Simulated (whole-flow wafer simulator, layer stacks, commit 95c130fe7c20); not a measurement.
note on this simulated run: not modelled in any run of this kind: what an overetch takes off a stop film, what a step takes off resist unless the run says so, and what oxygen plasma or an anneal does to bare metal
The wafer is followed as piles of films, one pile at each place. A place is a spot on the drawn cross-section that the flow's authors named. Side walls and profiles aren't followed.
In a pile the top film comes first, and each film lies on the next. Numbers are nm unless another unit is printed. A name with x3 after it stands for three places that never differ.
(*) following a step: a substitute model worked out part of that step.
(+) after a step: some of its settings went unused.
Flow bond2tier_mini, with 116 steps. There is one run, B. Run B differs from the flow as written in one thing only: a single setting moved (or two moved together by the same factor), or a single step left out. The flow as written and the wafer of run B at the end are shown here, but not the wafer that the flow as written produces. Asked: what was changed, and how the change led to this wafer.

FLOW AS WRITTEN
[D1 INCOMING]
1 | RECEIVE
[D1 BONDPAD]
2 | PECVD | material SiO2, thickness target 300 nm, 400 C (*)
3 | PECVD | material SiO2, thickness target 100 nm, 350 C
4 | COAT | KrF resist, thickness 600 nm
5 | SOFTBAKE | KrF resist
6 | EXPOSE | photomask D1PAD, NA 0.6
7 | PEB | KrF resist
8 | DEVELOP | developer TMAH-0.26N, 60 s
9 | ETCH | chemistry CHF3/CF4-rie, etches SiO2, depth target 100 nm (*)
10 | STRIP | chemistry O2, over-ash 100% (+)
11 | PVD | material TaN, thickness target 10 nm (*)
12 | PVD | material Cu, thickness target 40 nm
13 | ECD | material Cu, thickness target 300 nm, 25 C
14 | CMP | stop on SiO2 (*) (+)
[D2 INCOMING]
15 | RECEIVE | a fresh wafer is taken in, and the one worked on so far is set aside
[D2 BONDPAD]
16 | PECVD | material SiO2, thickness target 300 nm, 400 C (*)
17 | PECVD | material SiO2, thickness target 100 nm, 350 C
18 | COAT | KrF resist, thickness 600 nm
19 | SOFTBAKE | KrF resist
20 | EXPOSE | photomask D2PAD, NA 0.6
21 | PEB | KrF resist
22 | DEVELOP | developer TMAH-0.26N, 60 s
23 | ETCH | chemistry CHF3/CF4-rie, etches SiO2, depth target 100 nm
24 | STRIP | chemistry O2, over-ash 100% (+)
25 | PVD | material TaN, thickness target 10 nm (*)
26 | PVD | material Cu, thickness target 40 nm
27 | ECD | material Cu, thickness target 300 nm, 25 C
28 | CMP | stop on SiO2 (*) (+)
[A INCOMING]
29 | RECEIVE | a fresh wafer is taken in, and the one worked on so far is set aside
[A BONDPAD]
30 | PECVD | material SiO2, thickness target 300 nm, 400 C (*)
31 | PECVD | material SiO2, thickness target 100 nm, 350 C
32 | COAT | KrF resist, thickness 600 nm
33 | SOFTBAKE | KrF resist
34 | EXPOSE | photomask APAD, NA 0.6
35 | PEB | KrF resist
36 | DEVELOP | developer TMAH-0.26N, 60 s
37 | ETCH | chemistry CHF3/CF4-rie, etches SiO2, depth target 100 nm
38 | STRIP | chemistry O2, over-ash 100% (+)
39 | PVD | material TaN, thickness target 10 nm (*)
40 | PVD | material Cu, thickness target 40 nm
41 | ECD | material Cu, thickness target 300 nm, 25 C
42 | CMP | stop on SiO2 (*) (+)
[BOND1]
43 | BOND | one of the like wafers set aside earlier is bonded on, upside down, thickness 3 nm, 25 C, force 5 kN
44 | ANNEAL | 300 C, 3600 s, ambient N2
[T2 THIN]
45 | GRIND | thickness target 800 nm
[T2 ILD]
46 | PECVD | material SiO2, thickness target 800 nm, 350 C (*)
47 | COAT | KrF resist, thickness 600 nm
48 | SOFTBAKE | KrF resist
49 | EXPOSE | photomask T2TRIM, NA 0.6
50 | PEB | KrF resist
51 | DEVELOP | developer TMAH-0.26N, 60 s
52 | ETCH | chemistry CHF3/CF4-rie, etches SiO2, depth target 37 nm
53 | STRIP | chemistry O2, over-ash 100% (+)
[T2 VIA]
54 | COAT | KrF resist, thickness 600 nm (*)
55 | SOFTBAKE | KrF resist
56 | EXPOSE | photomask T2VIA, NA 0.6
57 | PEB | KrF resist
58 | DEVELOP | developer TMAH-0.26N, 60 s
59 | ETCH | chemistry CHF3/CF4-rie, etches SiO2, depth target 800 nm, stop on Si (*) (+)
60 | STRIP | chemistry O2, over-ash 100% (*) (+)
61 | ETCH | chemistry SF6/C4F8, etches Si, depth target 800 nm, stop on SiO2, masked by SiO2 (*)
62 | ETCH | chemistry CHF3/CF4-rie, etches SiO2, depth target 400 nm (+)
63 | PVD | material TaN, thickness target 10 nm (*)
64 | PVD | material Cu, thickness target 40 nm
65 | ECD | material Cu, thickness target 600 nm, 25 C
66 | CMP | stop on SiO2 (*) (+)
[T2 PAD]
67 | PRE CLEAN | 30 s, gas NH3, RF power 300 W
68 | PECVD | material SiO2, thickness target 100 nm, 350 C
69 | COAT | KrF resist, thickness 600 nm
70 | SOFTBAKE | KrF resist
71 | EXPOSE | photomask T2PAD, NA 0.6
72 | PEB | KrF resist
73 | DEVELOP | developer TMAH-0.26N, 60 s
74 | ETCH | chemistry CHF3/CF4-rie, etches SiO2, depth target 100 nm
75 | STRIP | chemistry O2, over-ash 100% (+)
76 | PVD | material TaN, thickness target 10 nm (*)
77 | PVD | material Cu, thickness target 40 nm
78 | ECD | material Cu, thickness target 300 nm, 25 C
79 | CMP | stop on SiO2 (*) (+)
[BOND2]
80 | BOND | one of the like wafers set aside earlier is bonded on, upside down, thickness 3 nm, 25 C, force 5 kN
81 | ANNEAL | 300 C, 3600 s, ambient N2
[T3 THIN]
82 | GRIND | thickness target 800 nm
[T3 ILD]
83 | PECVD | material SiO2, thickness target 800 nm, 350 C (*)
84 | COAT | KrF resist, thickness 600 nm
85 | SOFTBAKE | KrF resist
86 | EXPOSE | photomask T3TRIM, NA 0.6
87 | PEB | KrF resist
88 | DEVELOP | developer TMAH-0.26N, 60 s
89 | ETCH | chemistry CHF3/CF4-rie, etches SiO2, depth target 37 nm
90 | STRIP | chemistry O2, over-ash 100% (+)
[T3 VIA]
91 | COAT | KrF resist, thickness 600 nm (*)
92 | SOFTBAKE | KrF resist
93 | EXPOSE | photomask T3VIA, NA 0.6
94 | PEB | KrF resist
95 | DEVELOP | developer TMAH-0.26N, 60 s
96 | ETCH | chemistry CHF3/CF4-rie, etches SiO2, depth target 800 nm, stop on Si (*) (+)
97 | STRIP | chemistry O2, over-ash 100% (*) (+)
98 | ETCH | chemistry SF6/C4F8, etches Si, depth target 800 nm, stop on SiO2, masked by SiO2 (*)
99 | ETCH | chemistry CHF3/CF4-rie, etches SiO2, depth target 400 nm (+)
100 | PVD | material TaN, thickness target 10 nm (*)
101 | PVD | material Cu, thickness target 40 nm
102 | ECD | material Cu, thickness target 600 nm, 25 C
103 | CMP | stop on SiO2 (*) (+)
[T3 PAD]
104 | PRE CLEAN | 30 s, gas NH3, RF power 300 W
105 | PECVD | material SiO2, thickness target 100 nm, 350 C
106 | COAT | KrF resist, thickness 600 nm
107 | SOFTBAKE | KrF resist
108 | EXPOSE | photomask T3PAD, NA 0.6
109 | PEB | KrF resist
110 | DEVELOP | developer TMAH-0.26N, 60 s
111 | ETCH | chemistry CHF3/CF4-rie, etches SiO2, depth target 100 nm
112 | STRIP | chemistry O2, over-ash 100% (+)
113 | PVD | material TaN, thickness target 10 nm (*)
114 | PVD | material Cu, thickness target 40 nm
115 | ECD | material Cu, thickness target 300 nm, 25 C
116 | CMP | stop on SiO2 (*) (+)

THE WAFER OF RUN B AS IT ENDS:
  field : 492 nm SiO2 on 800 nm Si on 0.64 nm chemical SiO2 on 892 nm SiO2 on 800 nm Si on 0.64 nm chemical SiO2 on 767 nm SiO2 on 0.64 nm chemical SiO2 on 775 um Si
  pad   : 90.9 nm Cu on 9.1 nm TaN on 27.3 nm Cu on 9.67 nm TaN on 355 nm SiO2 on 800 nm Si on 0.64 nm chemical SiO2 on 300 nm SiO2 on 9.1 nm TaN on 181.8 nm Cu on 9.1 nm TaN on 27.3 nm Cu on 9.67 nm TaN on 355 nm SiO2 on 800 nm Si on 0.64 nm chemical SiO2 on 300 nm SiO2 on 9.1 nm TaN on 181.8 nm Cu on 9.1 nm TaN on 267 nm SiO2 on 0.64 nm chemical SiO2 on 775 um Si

What caused this: step 31, PECVD: thickness target 67 nm was run, though the flow has thickness target 100 nm.

The path from the change to this, step by step:
  31 | PECVD | material SiO2, thickness target 100 nm, 350 C
      field, pad, via: SiO2 gains 67 (as written it would have been: SiO2 gains 100)
